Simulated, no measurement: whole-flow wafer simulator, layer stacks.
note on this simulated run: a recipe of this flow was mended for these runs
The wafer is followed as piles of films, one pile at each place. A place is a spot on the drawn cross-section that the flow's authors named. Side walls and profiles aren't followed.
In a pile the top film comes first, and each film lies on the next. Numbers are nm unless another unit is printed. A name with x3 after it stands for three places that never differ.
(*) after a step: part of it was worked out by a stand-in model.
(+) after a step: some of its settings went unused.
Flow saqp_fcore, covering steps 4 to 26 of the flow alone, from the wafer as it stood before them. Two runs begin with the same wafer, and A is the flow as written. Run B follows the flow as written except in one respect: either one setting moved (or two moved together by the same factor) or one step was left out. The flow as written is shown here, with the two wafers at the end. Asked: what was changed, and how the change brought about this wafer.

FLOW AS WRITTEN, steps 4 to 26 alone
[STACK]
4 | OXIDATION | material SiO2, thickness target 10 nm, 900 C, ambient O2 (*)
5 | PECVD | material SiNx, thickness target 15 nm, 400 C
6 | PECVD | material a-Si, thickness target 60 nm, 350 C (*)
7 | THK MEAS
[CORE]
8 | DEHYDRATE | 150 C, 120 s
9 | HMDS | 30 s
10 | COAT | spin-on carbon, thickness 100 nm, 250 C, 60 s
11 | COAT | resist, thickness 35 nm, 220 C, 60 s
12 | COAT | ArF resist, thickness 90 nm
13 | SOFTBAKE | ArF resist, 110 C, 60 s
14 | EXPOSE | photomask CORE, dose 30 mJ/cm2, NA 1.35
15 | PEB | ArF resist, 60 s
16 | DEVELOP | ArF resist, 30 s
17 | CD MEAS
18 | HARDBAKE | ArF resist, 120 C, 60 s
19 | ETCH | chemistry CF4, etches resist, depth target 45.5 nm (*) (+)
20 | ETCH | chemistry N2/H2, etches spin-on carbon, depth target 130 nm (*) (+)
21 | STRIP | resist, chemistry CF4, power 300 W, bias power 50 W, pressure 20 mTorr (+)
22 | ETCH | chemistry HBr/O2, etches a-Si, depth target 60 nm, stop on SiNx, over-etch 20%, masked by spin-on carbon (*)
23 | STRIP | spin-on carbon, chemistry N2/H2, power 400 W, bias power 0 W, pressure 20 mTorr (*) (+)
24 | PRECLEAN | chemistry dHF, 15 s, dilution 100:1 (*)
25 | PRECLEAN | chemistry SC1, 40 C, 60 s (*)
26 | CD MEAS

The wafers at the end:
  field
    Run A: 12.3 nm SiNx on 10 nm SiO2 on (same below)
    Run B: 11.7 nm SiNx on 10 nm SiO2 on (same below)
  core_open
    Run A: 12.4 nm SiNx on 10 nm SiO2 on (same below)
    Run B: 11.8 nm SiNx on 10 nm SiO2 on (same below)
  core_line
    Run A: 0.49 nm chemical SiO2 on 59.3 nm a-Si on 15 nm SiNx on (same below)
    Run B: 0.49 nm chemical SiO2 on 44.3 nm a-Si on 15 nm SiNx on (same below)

The reason: step 6, PECVD: thickness target 45 nm was run, while the flow as written has thickness target 60 nm.

The path from the change to this, step by step:
  6 | PECVD | material a-Si, thickness target 60 nm, 350 C (*)
      field, core_open, core_line: A a-Si gains 60 (new film) | B a-Si gains 45 (new film)
  22 | ETCH | chemistry HBr/O2, etches a-Si, depth target 60 nm, stop on SiNx, over-etch 20%, masked by spin-on carbon (*)
      field: A a-Si loses 36.8 (all of it), SiNx loses 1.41 | B a-Si loses 21.8 (all of it), SiNx loses 2.01
      core_open: A a-Si loses 39.4 (all of it), SiNx loses 1.3 | B a-Si loses 24.4 (all of it), SiNx loses 1.9
      (also at 1 further place)
  23 | STRIP | spin-on carbon, chemistry N2/H2, power 400 W, bias power 0 W, pressure 20 mTorr (*) (+)
      core_line: A spin-on carbon loses 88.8 (all of it) | B spin-on carbon loses 92.4 (all of it)
